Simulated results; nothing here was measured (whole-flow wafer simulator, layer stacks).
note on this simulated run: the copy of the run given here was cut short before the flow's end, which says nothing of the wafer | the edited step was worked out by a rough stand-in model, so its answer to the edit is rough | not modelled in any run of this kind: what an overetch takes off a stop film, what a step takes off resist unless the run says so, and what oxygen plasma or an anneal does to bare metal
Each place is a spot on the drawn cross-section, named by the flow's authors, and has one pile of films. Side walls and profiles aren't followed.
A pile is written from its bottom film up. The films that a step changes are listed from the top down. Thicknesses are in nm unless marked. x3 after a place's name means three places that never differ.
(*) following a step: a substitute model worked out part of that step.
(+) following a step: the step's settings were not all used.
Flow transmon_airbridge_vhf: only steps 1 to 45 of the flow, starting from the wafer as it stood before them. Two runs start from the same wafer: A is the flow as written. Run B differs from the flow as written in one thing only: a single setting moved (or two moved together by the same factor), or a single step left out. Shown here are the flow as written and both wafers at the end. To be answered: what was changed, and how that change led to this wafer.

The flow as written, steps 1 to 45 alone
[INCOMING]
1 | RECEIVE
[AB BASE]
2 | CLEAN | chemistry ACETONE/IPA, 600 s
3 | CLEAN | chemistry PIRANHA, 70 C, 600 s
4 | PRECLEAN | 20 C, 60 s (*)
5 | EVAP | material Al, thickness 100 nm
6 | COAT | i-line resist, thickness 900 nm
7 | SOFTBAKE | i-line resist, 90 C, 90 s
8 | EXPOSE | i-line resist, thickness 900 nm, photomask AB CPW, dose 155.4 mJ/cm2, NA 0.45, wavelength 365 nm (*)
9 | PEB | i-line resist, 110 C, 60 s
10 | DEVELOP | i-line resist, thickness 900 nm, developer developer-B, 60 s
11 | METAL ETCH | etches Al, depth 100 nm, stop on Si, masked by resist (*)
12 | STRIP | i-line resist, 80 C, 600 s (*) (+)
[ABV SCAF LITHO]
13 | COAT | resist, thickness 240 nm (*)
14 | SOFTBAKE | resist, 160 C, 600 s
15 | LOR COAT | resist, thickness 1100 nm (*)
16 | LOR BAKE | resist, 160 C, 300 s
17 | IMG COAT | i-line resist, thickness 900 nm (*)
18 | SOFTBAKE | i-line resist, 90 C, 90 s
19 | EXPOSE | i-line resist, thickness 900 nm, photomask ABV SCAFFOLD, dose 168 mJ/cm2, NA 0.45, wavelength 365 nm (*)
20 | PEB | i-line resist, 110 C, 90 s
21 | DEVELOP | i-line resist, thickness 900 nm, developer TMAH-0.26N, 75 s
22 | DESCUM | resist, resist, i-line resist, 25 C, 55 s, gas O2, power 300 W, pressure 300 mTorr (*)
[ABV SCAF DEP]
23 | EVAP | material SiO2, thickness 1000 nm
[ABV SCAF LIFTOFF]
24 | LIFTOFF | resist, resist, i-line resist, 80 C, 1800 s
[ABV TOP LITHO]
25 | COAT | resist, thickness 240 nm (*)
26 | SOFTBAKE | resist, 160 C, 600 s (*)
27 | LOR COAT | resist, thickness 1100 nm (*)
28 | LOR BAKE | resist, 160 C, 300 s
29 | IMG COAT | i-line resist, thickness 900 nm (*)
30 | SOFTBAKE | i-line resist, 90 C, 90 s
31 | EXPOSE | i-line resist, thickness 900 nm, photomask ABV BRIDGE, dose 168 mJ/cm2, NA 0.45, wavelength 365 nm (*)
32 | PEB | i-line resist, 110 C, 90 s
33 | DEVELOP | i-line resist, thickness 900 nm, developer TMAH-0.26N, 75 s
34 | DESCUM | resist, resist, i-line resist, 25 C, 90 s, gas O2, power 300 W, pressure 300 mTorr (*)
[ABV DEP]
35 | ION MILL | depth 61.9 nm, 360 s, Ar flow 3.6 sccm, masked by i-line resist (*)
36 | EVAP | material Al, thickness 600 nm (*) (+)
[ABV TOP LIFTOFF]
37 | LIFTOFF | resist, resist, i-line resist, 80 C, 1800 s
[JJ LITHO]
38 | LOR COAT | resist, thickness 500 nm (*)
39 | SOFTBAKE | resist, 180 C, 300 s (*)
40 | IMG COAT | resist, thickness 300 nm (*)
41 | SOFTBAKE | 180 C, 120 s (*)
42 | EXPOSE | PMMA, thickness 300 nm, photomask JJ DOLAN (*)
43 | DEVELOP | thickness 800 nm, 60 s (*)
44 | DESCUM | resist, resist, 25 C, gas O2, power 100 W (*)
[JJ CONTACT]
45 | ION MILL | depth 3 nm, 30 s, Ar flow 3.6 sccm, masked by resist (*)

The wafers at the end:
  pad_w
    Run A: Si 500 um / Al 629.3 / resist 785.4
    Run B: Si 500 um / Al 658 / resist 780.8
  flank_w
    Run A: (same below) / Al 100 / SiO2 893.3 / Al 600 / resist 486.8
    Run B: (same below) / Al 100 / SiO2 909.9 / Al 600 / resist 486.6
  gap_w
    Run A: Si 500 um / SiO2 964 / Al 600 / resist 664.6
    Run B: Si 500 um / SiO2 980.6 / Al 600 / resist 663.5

The reason: step 35, ION MILL: depth 33.4 nm was run, though the flow has depth 61.9 nm; step 35, ION MILL: 194 s was run, where the flow has 360 s.

How this came from the change, step by step:
  35 | ION MILL | depth 61.9 nm, 360 s, Ar flow 3.6 sccm, masked by i-line resist (*)
      field x3, jj_line, ground_far, trace_open_s x2, margin_s, margin_n: A i-line resist loses 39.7 | B i-line resist loses 21.4
      flank_w, gap_w, cpw_trace, gap_e, flank_e, bridge_strip: A SiO2 loses 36 | B SiO2 loses 19.4
      (also at 2 further places)
  37 | LIFTOFF | resist, resist, i-line resist, 80 C, 1800 s
      field x3, jj_line, trace_open_s x2: A Al loses 600 (all of it), i-line resist loses 600 (all of it), resist loses 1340 (all of it) | B Al loses 600 (all of it), i-line resist loses 618.3 (all of it), resist loses 1340 (all of it)
      margin_s, margin_n: A Al loses 600 (all of it), i-line resist loses 318.3 (all of it), resist loses 992 (all of it) | B Al loses 600 (all of it), i-line resist loses 336.6 (all of it), resist loses 992 (all of it)
      (also at 1 further place)
